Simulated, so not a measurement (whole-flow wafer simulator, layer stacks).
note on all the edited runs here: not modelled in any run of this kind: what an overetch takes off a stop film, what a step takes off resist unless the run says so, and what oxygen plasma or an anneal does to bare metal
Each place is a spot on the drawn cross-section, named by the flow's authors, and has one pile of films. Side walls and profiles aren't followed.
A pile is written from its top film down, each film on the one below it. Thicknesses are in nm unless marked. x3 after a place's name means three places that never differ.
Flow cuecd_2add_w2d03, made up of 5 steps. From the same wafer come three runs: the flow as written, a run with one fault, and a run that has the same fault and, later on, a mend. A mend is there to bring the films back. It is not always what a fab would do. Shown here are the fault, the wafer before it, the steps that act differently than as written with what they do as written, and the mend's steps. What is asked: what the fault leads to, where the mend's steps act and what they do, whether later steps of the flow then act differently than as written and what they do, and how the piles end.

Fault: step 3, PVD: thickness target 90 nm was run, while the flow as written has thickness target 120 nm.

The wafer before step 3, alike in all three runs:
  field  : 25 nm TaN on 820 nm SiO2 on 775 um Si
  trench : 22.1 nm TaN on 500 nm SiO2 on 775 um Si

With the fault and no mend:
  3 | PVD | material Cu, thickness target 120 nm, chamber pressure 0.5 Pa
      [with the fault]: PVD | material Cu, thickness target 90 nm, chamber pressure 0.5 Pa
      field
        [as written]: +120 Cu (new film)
        [with the fault]: +90 Cu (new film)
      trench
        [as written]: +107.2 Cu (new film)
        [with the fault]: +80.3 Cu (new film)
  None of the later steps of the flow acts differently than as written at any place that is followed.
  By the end, the piles at field, trench depart from the flow's by more than 2% or 0.5 nm, whichever is larger.
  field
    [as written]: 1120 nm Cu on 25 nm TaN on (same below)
    [with the fault]: 1090 nm Cu on 25 nm TaN on (same below)
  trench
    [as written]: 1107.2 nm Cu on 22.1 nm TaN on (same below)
    [with the fault]: 1080.3 nm Cu on 22.1 nm TaN on (same below)

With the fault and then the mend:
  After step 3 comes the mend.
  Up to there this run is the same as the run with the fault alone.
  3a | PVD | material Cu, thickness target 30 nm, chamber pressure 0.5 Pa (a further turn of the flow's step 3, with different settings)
      field
        +30 Cu
      trench
        +26.5 Cu
  None of the later steps of the flow acts differently than as written at any place that is followed.
  At the end the piles are close to the flow's at the places that both follow, differing by at most 2% or 0.5 nm, whichever is larger.
